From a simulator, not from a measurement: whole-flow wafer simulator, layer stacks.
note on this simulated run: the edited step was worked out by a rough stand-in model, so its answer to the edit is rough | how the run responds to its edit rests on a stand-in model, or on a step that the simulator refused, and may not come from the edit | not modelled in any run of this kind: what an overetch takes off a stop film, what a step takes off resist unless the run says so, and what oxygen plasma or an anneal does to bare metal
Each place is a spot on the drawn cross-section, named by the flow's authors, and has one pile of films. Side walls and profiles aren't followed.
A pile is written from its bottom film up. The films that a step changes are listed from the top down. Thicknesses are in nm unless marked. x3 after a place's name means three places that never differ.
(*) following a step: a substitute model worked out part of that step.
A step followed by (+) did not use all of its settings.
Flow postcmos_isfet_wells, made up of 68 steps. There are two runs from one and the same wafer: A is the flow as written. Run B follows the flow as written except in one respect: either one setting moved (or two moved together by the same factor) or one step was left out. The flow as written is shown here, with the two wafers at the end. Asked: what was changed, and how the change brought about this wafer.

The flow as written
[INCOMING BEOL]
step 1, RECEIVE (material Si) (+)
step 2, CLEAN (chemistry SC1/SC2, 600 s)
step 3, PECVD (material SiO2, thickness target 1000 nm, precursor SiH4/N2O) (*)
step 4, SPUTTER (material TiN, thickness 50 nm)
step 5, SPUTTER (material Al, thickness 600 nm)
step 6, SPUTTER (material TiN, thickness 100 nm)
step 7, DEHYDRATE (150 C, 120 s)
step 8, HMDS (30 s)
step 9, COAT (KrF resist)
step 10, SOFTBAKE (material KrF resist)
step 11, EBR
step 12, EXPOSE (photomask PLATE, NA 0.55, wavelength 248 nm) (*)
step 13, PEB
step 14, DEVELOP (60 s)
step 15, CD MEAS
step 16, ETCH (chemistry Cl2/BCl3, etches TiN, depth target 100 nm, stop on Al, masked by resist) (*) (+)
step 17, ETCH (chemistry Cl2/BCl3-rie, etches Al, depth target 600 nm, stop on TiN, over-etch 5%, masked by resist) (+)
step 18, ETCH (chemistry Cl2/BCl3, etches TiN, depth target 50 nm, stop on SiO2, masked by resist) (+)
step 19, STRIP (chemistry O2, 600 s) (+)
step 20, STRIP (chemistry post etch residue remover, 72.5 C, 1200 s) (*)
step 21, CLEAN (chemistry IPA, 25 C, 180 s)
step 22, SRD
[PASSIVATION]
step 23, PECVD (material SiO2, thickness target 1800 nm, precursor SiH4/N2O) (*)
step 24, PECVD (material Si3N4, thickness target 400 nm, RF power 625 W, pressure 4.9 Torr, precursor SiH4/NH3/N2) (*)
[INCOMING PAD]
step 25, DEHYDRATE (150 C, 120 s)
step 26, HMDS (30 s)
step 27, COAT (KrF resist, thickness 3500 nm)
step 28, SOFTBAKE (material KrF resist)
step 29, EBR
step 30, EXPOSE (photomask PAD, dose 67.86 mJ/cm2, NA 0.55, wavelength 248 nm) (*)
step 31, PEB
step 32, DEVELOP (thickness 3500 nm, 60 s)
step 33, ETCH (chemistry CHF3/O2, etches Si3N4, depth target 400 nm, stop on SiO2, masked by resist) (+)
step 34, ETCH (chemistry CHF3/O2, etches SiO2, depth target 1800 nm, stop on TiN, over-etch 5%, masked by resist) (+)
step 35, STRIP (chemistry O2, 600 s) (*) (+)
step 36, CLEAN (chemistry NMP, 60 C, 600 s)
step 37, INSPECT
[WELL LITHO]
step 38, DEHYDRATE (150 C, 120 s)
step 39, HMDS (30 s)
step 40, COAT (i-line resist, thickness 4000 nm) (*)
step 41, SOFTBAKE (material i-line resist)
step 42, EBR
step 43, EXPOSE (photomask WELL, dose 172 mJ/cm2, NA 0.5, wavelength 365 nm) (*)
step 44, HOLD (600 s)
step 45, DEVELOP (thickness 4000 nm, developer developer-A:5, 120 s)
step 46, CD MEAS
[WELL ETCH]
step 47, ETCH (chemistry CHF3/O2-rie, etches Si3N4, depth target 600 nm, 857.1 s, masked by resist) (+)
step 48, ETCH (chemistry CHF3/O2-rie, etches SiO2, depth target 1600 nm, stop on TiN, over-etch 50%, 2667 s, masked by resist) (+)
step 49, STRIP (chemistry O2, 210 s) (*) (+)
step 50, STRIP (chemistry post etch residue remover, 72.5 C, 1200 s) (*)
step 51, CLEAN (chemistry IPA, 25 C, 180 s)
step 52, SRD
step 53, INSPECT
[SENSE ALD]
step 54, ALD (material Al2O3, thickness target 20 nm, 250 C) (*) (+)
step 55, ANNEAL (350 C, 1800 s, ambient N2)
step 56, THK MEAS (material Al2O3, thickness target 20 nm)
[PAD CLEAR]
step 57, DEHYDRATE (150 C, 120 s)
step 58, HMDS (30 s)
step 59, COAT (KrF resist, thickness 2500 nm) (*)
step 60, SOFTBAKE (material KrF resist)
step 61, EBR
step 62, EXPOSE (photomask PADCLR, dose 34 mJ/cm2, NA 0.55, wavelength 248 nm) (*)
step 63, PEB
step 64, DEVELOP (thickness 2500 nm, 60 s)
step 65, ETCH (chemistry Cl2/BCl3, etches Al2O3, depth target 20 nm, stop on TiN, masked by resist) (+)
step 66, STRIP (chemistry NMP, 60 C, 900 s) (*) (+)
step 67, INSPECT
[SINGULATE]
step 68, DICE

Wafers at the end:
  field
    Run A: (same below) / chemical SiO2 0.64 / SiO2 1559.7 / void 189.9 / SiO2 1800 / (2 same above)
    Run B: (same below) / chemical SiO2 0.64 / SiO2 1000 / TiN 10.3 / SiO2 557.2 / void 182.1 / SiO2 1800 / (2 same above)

What caused this: step 16, ETCH: depth target 84 nm was run, while the flow as written has depth target 100 nm.

Step by step, how the change led to this:
  step 16, ETCH (chemistry Cl2/BCl3, etches TiN, depth target 100 nm, stop on Al, masked by resist) (*) (+)
      field: A -100 TiN (all of it) | B -84 TiN
      margin, well900, well1300 x3, pad_rim, pad_clr, pad_open: A -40 KrF resist | B -33.6 KrF resist
  step 17, ETCH (chemistry Cl2/BCl3-rie, etches Al, depth target 600 nm, stop on TiN, over-etch 5%, masked by resist) (+)
      field: A -600 Al (all of it) | B -16 TiN (all of it), -574.4 Al
  step 18, ETCH (chemistry Cl2/BCl3, etches TiN, depth target 50 nm, stop on SiO2, masked by resist) (+)
      field: A -50 TiN (all of it) | B -25.6 Al (all of it), -39.2 TiN
  step 23, PECVD (material SiO2, thickness target 1800 nm, precursor SiH4/N2O) (*)
      field: A +1800 SiO2 (new film), +189.9 void (new film), +559.7 SiO2 | B +1800 SiO2 (new film), +182.1 void (new film), +557.2 SiO2 (new film)
If metal films that touch count as one body, field has 1 body; the flow as written gives 0 bodies.
